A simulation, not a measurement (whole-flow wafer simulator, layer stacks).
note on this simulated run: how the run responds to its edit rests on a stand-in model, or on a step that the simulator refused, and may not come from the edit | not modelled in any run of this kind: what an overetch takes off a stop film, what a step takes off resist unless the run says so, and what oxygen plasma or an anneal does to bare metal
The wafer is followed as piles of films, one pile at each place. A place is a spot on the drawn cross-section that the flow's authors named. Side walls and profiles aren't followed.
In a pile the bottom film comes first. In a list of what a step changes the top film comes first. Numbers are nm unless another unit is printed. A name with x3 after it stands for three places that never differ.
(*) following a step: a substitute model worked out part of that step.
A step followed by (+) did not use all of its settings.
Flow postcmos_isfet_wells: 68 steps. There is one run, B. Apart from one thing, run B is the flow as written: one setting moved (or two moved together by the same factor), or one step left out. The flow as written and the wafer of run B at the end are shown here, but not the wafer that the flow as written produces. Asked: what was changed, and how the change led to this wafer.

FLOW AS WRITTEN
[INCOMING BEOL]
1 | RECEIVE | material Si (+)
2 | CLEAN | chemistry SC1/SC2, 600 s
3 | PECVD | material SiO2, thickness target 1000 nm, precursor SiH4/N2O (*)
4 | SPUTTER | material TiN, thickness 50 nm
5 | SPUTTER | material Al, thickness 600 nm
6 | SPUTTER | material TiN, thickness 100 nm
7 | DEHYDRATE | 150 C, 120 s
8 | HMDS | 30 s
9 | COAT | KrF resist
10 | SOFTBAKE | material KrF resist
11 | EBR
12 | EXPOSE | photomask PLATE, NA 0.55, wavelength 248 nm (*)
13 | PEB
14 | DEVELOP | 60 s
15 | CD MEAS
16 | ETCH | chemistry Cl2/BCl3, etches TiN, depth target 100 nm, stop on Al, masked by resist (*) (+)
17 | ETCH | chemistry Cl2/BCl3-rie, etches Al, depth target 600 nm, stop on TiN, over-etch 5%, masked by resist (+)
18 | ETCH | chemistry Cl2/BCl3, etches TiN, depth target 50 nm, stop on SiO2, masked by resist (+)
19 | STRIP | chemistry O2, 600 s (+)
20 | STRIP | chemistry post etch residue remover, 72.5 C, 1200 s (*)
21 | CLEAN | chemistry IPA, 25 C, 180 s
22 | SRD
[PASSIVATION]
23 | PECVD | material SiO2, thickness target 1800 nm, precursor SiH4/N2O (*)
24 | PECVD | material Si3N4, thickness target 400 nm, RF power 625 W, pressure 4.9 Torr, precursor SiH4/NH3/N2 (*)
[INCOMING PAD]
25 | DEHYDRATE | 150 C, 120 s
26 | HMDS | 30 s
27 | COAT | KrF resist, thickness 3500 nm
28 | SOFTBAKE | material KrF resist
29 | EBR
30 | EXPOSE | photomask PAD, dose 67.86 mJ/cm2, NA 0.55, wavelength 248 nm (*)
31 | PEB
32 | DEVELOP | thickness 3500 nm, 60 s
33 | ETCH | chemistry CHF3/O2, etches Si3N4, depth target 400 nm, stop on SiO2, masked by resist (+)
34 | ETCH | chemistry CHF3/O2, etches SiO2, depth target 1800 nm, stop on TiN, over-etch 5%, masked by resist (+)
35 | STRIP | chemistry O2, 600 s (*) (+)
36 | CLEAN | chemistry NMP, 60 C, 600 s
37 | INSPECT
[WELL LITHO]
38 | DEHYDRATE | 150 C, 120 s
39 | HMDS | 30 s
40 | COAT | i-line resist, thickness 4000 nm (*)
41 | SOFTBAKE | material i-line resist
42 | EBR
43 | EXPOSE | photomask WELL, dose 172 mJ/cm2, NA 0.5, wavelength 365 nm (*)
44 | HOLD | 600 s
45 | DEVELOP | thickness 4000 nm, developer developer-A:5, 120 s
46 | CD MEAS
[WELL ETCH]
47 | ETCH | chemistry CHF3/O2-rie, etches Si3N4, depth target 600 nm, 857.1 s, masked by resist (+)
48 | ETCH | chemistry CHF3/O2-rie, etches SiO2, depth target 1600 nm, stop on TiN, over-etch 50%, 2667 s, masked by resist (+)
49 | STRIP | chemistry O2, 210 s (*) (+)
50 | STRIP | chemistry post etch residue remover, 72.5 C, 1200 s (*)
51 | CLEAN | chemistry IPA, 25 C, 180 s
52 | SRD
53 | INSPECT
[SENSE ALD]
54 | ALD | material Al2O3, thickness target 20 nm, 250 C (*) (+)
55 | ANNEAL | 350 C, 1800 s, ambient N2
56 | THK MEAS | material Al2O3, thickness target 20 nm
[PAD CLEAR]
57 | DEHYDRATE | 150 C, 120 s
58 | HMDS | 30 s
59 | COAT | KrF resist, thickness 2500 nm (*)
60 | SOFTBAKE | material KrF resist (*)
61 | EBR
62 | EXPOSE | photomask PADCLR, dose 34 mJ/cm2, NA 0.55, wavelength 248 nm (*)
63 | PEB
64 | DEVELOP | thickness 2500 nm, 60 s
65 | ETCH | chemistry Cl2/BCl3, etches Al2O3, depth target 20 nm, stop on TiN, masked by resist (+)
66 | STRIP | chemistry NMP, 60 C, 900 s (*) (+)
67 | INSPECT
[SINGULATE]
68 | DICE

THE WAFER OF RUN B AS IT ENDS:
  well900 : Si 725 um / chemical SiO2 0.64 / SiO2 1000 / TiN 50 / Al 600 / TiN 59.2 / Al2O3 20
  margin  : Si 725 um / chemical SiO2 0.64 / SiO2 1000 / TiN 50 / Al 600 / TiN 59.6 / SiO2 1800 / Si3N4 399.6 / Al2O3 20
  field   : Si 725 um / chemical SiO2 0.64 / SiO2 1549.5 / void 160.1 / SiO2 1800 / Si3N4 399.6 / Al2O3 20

What caused this: step 6, SPUTTER: thickness 60 nm was run, while the flow as written has thickness 100 nm.

Step by step, how the change led to this:
  6 | SPUTTER | material TiN, thickness 100 nm
      field, margin, well900 and 6 more: TiN gains 60 (new film) (it would be, as written: TiN gains 100 (new film))
  16 | ETCH | chemistry Cl2/BCl3, etches TiN, depth target 100 nm, stop on Al, masked by resist (*) (+)
      margin, well900, well1300, well2000, well3000, pad_rim, pad_clr, pad_open: KrF resist loses 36 (it would be, as written: KrF resist loses 40)
      field: TiN loses 60 (all of it) (it would be, as written: TiN loses 100 (all of it))
  23 | PECVD | material SiO2, thickness target 1800 nm, precursor SiH4/N2O (*)
      field: SiO2 gains 1800 (new film), void gains 160.1 (new film), SiO2 gains 549.5 (it would be, as written: SiO2 gains 1800 (new film), void gains 189.9 (new film), SiO2 gains 559.7)
